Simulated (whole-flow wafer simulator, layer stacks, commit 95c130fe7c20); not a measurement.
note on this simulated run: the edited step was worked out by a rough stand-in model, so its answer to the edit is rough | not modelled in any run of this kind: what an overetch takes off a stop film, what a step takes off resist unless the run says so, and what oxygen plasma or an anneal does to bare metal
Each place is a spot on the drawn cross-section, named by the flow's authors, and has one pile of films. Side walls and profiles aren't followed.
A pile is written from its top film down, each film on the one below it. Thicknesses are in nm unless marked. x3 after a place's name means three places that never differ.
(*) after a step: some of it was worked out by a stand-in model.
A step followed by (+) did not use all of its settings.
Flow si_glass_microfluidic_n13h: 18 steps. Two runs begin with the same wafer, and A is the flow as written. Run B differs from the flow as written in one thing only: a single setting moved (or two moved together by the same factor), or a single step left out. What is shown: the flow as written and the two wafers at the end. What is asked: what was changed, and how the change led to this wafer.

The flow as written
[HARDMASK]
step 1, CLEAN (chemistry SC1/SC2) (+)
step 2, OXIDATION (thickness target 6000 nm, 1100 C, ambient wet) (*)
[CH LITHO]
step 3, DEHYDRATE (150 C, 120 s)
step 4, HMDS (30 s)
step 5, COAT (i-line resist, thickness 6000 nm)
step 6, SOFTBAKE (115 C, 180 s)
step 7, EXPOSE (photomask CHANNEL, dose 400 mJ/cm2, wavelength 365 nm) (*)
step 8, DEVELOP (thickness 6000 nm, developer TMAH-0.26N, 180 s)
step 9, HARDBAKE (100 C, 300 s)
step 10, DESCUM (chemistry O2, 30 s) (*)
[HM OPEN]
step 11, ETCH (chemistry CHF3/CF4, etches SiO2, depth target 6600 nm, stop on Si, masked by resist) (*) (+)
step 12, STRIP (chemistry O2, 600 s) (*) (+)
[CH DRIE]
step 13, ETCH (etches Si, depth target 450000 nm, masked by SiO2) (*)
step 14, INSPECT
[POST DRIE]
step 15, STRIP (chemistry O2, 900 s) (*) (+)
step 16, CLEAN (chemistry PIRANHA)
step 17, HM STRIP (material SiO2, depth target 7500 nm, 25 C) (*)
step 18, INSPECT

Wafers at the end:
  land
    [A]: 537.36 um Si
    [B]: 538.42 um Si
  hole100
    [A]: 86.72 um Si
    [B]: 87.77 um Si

The reason: step 2, OXIDATION: thickness target 3600 nm was run, though the flow has thickness target 6000 nm.

Step by step, how the change led to this:
  step 2, OXIDATION (thickness target 6000 nm, 1100 C, ambient wet) (*)
      land, hole100: A +6000 SiO2 (new film), -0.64 chemical SiO2 (all of it), -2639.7 Si | B +3600 SiO2 (new film), -0.64 chemical SiO2 (all of it), -1583.7 Si
  step 11, ETCH (chemistry CHF3/CF4, etches SiO2, depth target 6600 nm, stop on Si, masked by resist) (*) (+)
      land: A -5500 i-line resist | B -4500 i-line resist
      hole100: A -6000 SiO2 (all of it) | B -3600 SiO2 (all of it)
  step 12, STRIP (chemistry O2, 600 s) (*) (+)
      land: A -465 i-line resist (all of it) | B -1465 i-line resist (all of it)
  step 17, HM STRIP (material SiO2, depth target 7500 nm, 25 C) (*)
      land: A -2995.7 SiO2 (all of it) | B -595.7 SiO2 (all of it)
